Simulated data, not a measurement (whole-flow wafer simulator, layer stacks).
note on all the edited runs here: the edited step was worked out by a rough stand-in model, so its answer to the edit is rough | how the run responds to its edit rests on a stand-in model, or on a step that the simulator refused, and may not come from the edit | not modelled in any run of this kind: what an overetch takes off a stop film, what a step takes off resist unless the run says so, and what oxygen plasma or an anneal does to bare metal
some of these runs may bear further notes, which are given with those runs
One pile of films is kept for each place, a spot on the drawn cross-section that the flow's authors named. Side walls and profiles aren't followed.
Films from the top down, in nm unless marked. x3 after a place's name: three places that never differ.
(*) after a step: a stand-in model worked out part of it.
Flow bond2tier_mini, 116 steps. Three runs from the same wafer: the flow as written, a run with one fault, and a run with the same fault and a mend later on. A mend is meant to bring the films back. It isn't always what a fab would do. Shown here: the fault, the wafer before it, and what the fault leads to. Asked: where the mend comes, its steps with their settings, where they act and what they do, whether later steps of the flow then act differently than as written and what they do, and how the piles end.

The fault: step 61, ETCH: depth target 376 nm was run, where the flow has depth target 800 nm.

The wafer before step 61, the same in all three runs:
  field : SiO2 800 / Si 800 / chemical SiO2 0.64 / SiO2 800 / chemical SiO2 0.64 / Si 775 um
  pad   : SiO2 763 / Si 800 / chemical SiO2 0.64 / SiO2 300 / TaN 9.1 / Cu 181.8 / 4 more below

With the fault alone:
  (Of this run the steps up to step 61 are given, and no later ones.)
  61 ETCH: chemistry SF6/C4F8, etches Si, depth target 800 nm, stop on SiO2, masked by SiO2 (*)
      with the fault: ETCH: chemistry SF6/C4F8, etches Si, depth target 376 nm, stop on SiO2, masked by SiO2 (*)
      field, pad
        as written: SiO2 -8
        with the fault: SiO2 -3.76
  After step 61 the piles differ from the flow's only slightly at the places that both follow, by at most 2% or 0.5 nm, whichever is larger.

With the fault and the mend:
  The mend comes after step 61.
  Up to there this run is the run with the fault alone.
  61a ETCH: chemistry SF6/C4F8, etches Si, depth target 424 nm, stop on SiO2, masked by SiO2 (*) (the flow's step 61 once more, with other settings)
      field, pad
        SiO2 -4.24
  No later step of the flow acts differently than as written at any place that is followed.
  At the end the piles are the same as the flow's at every place that both follow.
